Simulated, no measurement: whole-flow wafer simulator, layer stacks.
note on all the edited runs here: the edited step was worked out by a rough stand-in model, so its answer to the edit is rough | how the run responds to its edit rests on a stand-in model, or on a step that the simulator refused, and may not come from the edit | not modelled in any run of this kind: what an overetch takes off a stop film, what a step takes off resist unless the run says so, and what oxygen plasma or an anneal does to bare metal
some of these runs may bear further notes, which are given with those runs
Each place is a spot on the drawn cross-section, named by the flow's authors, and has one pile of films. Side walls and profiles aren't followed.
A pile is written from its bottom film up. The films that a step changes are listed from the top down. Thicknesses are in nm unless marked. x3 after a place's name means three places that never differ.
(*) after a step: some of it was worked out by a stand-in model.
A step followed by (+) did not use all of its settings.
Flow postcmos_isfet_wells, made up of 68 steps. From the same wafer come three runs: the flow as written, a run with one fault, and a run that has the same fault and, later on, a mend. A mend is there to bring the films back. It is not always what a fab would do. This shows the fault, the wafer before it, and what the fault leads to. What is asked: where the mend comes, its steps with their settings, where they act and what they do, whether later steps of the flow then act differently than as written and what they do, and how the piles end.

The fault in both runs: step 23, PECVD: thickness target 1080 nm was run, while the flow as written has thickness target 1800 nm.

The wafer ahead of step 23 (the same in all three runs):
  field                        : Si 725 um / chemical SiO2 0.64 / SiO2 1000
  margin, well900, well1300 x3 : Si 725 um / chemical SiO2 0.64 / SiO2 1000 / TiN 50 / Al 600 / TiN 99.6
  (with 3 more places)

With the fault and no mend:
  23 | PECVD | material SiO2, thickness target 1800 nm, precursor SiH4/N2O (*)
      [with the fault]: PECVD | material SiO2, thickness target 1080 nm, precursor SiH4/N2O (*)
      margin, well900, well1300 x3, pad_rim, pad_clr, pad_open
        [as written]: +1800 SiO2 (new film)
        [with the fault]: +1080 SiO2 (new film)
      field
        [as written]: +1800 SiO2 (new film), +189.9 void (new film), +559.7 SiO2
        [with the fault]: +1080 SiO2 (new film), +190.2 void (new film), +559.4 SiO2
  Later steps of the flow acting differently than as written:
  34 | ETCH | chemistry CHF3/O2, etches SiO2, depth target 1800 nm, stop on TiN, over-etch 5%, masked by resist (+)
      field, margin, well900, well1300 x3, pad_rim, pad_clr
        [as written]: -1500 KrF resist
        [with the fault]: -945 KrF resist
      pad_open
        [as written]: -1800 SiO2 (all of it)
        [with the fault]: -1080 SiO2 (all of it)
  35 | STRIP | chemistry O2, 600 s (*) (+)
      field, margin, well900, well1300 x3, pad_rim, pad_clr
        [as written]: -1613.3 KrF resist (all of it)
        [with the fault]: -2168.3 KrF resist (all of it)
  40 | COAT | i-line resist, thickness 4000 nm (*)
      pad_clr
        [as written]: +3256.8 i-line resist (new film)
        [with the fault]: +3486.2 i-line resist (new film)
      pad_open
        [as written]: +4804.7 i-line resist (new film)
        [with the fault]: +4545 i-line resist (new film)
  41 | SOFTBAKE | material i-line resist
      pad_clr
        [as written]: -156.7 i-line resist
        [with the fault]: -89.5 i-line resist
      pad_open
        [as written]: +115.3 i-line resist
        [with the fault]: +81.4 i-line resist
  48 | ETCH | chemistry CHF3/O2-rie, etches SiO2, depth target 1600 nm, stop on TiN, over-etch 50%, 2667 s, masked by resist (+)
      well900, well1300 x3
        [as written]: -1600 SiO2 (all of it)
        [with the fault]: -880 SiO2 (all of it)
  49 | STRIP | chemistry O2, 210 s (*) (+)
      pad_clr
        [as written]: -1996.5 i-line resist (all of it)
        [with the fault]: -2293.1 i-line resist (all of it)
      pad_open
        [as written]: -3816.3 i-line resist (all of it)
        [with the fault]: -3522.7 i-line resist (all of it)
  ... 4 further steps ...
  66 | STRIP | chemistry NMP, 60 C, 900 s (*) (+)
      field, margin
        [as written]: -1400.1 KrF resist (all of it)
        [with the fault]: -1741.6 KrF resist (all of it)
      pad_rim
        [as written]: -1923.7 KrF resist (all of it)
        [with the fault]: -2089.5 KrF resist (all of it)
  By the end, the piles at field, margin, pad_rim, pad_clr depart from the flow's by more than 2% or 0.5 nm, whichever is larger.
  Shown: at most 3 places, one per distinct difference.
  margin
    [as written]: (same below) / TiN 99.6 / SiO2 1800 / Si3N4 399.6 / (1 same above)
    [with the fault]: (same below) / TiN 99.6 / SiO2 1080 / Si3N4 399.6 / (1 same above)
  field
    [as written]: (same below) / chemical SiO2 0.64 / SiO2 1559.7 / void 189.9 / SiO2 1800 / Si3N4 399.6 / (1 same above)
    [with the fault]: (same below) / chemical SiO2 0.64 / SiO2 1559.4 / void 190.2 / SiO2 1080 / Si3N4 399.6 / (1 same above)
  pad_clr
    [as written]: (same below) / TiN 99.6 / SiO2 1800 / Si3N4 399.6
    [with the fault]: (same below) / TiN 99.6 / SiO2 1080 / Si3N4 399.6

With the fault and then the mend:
  The mend follows step 23.
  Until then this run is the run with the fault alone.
  23a | PECVD | material SiO2, thickness target 720 nm, precursor SiH4/N2O (*) (the flow's step 23 again, with other settings)
      field, margin, well900, well1300 x3, pad_rim, pad_clr, pad_open
        +720 SiO2
  Later steps of the flow that are run all act as written at every place that is followed.
  When the end is reached, the piles differ only a little from the flow's at the places that both follow, at most by 2% or 0.5 nm, whichever is larger.
